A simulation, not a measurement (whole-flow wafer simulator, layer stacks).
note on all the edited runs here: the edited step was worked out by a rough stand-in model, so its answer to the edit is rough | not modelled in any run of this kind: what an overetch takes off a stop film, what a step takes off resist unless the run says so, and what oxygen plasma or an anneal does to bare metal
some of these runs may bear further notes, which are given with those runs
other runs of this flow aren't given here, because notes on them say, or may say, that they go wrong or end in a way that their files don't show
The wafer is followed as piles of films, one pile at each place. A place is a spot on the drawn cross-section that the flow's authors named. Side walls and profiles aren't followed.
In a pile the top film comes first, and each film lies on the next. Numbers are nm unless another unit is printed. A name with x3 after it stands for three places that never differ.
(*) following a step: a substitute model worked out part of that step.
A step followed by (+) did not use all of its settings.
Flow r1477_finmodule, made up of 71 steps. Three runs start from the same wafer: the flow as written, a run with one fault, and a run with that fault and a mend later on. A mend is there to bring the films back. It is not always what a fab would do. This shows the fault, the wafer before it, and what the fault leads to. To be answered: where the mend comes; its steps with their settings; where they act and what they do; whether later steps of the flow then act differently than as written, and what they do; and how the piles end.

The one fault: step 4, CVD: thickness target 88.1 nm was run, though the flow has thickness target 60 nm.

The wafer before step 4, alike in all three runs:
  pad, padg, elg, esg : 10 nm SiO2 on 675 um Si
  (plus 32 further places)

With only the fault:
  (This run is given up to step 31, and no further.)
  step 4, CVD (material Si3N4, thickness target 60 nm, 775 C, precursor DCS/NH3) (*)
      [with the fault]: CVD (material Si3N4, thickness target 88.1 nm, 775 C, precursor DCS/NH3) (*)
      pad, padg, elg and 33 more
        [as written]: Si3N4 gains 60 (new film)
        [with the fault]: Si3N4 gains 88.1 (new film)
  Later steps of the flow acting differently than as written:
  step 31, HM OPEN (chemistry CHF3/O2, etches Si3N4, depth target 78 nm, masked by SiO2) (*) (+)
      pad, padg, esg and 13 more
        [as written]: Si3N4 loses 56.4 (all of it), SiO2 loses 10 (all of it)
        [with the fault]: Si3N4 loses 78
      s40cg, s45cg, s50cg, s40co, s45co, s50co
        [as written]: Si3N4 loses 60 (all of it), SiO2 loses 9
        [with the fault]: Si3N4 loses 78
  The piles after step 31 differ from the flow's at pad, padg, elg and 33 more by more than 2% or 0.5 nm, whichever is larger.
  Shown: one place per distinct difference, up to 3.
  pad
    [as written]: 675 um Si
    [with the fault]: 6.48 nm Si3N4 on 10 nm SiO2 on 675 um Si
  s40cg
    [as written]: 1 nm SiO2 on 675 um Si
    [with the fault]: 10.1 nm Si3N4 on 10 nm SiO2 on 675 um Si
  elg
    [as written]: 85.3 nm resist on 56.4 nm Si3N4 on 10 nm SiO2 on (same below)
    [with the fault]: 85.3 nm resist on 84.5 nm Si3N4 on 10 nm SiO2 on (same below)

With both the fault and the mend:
  The mend follows step 5.
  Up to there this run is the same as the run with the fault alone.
  step 5a, ETCH (chemistry h3po4, depth target 28.1 nm)
      pad, padg, elg and 33 more
        Si3N4 loses 28.1
  Every later step of the flow that is run acts as written at every place that is followed.
  The piles end the same as the flow's at every place that both follow.
